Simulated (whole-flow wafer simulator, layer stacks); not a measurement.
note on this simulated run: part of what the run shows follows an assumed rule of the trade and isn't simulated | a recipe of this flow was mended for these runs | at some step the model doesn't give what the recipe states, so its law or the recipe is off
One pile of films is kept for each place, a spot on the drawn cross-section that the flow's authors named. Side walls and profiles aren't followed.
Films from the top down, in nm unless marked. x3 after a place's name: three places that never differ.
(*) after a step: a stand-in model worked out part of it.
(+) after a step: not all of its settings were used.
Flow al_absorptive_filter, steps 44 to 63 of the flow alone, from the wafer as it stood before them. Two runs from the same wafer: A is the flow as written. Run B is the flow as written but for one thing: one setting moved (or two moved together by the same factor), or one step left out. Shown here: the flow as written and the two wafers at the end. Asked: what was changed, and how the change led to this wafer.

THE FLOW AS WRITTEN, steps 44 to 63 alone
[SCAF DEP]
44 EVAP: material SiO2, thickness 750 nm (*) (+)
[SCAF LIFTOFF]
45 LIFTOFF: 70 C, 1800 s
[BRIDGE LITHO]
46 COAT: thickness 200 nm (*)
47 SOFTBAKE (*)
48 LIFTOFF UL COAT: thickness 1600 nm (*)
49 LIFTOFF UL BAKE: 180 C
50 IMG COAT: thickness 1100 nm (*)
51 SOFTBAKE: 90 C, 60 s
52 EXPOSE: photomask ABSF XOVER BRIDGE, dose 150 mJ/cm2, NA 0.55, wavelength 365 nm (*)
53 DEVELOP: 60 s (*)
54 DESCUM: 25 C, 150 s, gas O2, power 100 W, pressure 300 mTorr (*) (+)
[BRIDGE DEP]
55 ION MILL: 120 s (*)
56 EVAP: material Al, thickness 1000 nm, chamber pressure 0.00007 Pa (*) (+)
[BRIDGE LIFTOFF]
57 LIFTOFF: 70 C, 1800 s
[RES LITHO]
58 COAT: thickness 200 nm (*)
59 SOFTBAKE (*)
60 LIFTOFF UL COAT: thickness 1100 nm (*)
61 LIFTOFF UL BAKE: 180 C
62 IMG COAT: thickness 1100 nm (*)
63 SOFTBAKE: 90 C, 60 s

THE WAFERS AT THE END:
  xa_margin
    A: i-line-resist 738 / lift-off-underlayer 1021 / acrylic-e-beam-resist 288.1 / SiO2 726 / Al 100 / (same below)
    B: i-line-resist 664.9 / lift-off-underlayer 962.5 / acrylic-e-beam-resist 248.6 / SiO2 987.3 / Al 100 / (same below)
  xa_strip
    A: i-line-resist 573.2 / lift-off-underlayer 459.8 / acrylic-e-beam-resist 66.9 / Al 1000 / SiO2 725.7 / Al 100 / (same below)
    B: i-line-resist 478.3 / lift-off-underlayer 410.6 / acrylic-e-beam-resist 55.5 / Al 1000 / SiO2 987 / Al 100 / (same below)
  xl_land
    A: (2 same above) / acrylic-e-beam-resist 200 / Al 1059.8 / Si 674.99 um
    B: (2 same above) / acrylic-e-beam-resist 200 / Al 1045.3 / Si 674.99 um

The cause: step 44, EVAP: thickness 1020 nm was run, where the flow has thickness 750 nm; step 55, ION MILL: 163.2 s was run, where the flow has 120 s.

How the change led to this, step by step:
  44 EVAP: material SiO2, thickness 750 nm (*) (+)
      gnd, pad_far, pad_near and 10 more: A SiO2 +750 (new film) | B SiO2 +1020 (new film)
      xa_margin: A SiO2 +726 (new film) | B SiO2 +987.3 (new film)
  45 LIFTOFF: 70 C, 1800 s
      gnd, xa_field, xl_land, idc_field: A SiO2 -750 (all of it), i-line-resist -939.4 (all of it), lift-off-underlayer -1100 (all of it), acrylic-e-beam-resist -200 (all of it) | B SiO2 -1020 (all of it), i-line-resist -939.4 (all of it), lift-off-underlayer -1100 (all of it), acrylic-e-beam-resist -200 (all of it)
      pad_far: A SiO2 -750 (all of it), i-line-resist -937 (all of it), lift-off-underlayer -1092.7 (all of it), acrylic-e-beam-resist -198.5 (all of it) | B SiO2 -1020 (all of it), i-line-resist -937 (all of it), lift-off-underlayer -1092.7 (all of it), acrylic-e-beam-resist -198.5 (all of it)
      (and at 5 more places)
  46 COAT: thickness 200 nm (*)
      xa_margin: A acrylic-e-beam-resist +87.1 (new film) | B acrylic-e-beam-resist +79.4 (new film)
      xa_strip: A acrylic-e-beam-resist +156.7 (new film) | B acrylic-e-beam-resist +134.7 (new film)
      (and at 3 more places)
  48 LIFTOFF UL COAT: thickness 1600 nm (*)
      xa_margin: A lift-off-underlayer +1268 (new film) | B lift-off-underlayer +1140.2 (new film)
      xa_strip: A lift-off-underlayer +1219 (new film) | B lift-off-underlayer +1116 (new film)
      (and at 3 more places)
  50 IMG COAT: thickness 1100 nm (*)
      xa_margin: A i-line-resist +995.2 (new film) | B i-line-resist +944.5 (new film)
      xa_strip: A i-line-resist +962 (new film) | B i-line-resist +898.1 (new film)
      (and at 2 more places)
  51 SOFTBAKE: 90 C, 60 s
      xa_strip: A i-line-resist -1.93 | B i-line-resist -2.72
      xl_turn: A i-line-resist -1.83 | B i-line-resist -2.62
  53 DEVELOP: 60 s (*)
      xa_strip: A i-line-resist -960.1 (all of it), lift-off-underlayer -1219 (all of it) | B i-line-resist -895.4 (all of it), lift-off-underlayer -1116 (all of it)
      xl_land: A i-line-resist -1117.3 (all of it), lift-off-underlayer -1706.9 (all of it) | B i-line-resist -1125.9 (all of it), lift-off-underlayer -1753.6 (all of it)
      (and at 2 more places)
  54 DESCUM: 25 C, 150 s, gas O2, power 100 W, pressure 300 mTorr (*) (+)
      gnd, pad_far, pad_near and 7 more: A i-line-resist -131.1 | B i-line-resist -134.9
      xa_strip: A acrylic-e-beam-resist -156.7 (all of it) | B acrylic-e-beam-resist -134.7 (all of it)
      (and at 3 more places)
  55 ION MILL: 120 s (*)
      gnd, pad_far, pad_near and 7 more: A i-line-resist -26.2 | B i-line-resist -35.6
      xa_strip, xl_gap, xl_turn: A SiO2 -24.3 | B SiO2 -33
      (and at 1 more place)
  57 LIFTOFF: 70 C, 1800 s
      xa_margin: A Al -1000 (all of it), i-line-resist -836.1 (all of it), lift-off-underlayer -1268 (all of it), acrylic-e-beam-resist -87.1 (all of it) | B Al -1000 (all of it), i-line-resist -771.8 (all of it), lift-off-underlayer -1140.2 (all of it), acrylic-e-beam-resist -79.4 (all of it)
  58 COAT: thickness 200 nm (*)
      xa_margin: A acrylic-e-beam-resist +288.1 (new film) | B acrylic-e-beam-resist +248.6 (new film)
      xa_strip: A acrylic-e-beam-resist +66.9 (new film) | B acrylic-e-beam-resist +55.5 (new film)
      (and at 2 more places)
  60 LIFTOFF UL COAT: thickness 1100 nm (*)
      xa_margin: A lift-off-underlayer +1021 (new film) | B lift-off-underlayer +962.5 (new film)
      xa_strip: A lift-off-underlayer +459.8 (new film) | B lift-off-underlayer +410.6 (new film)
      (and at 2 more places)
  62 IMG COAT: thickness 1100 nm (*)
      xa_margin: A i-line-resist +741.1 (new film) | B i-line-resist +668.5 (new film)
      xa_strip: A i-line-resist +577.9 (new film) | B i-line-resist +482.4 (new film)
      (and at 2 more places)
  63 SOFTBAKE: 90 C, 60 s
      xa_strip: A i-line-resist -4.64 | B i-line-resist -4.1
      xl_gap: A i-line-resist -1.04 | B i-line-resist -1.75
      (and at 1 more place)
